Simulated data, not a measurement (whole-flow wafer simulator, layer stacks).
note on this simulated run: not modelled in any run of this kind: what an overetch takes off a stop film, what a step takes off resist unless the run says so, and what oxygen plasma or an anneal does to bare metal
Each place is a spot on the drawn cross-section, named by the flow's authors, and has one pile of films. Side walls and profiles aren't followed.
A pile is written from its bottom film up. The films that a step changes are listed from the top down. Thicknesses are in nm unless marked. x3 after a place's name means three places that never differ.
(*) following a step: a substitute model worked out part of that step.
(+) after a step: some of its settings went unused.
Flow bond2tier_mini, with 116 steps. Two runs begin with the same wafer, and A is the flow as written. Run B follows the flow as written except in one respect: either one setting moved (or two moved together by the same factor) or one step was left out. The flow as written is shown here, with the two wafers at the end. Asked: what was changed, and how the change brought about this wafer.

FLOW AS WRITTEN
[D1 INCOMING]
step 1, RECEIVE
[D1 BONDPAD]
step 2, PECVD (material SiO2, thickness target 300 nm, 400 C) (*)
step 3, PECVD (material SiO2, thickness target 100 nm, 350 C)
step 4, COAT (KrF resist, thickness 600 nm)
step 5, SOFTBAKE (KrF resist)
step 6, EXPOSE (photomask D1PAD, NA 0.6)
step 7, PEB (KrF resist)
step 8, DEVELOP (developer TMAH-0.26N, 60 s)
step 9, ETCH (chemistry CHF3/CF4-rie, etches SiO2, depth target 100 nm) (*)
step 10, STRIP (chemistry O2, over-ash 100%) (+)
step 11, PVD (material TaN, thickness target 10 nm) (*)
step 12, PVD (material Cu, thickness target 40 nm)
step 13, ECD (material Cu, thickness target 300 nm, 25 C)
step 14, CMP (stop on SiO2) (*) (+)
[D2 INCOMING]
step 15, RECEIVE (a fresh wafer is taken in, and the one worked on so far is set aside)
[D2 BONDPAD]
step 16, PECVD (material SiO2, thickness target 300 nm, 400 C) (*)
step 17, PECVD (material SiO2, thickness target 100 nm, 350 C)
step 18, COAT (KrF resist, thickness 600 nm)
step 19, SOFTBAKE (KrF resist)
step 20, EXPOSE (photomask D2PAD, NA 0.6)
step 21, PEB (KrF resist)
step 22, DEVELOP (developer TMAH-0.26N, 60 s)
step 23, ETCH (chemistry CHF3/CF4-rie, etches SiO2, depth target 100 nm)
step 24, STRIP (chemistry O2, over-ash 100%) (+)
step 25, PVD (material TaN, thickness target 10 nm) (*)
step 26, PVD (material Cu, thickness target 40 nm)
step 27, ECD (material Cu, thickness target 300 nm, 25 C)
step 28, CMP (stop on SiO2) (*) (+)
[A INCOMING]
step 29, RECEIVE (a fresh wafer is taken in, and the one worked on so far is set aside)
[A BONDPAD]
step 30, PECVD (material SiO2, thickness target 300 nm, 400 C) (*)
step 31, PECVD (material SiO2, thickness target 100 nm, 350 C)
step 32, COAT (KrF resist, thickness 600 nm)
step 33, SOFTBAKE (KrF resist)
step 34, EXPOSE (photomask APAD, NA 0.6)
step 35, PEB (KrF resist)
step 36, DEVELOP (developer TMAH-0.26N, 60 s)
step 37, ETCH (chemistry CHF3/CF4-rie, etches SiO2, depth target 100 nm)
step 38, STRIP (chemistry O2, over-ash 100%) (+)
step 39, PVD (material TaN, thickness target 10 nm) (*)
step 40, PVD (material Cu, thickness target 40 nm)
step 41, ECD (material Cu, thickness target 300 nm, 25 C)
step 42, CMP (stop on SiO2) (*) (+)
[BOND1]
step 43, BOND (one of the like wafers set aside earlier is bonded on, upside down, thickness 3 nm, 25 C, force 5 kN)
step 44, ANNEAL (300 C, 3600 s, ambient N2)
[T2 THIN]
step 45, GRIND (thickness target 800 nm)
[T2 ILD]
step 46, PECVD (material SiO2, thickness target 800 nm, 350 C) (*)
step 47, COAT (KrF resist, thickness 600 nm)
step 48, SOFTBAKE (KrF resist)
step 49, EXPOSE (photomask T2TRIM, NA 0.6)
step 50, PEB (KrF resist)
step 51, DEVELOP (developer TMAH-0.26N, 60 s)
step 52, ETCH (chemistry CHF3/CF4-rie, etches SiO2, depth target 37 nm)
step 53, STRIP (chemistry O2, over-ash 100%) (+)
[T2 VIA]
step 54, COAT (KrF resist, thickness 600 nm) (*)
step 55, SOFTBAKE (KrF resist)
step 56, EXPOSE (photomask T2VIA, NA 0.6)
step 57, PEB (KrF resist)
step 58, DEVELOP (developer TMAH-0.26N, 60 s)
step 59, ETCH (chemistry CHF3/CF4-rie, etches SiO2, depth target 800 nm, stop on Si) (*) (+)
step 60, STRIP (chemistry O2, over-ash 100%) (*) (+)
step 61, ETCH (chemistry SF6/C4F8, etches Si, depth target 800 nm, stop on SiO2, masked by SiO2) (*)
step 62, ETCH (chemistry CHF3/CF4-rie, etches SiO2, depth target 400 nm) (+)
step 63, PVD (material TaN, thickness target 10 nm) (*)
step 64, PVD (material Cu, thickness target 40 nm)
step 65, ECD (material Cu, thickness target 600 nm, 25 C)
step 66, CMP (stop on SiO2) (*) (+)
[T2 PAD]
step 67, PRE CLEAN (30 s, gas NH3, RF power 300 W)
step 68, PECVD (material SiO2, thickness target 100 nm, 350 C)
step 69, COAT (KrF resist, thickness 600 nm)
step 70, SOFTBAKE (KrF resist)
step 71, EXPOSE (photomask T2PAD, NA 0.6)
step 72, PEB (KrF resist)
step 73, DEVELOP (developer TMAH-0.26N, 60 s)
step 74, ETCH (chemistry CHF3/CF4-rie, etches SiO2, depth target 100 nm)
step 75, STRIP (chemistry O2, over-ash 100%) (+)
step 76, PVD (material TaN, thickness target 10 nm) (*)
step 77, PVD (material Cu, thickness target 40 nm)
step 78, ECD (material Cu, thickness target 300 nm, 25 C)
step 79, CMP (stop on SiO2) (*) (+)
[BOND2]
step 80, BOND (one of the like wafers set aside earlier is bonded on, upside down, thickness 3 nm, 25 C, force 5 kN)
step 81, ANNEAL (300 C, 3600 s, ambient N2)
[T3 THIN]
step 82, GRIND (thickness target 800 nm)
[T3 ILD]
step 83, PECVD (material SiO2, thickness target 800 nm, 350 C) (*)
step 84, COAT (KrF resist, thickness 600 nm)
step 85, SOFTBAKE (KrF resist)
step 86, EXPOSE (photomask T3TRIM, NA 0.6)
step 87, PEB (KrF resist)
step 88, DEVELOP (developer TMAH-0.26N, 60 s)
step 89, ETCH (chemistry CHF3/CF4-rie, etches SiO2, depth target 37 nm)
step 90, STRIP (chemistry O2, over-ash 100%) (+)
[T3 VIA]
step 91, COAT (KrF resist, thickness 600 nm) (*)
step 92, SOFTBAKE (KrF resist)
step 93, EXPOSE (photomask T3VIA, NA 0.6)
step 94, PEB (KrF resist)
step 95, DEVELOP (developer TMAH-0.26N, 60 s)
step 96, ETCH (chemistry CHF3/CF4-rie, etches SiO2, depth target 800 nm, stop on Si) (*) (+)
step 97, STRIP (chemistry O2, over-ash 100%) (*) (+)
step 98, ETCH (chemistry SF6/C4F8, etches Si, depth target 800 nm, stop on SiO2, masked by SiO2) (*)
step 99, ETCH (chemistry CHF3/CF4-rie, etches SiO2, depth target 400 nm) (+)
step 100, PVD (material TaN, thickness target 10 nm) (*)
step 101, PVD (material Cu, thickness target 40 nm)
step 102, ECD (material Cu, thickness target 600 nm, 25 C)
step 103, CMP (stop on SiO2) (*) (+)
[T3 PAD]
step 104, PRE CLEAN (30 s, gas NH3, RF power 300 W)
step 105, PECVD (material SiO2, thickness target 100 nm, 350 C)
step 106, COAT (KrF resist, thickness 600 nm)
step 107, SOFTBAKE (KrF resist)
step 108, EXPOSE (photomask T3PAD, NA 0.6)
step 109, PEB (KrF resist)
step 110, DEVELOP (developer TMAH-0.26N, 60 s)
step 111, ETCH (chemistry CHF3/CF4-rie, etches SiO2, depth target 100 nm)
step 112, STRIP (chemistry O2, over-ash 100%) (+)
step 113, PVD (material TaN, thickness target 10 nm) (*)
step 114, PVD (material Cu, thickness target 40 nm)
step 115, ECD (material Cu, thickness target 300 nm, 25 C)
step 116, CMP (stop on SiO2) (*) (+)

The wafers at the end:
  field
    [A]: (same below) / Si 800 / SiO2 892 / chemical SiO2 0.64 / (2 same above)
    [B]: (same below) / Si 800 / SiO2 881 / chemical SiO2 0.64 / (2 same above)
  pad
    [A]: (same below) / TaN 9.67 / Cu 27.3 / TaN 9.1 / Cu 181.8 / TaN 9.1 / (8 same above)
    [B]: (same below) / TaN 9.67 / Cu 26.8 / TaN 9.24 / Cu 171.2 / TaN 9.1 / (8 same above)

Cause: step 68, PECVD: thickness target 89 nm was run, while the flow as written has thickness target 100 nm.

How this came from the change, step by step:
  step 68, PECVD (material SiO2, thickness target 100 nm, 350 C)
      field: A SiO2 gains 100 | B SiO2 gains 89
      pad: A SiO2 gains 100 (new film) | B SiO2 gains 89 (new film)
  step 74, ETCH (chemistry CHF3/CF4-rie, etches SiO2, depth target 100 nm)
      pad: A SiO2 loses 100 (all of it) | B SiO2 loses 89 (all of it), Cu loses 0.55
  step 78, ECD (material Cu, thickness target 300 nm, 25 C)
      pad: A Cu gains 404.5 | B Cu gains 393.5
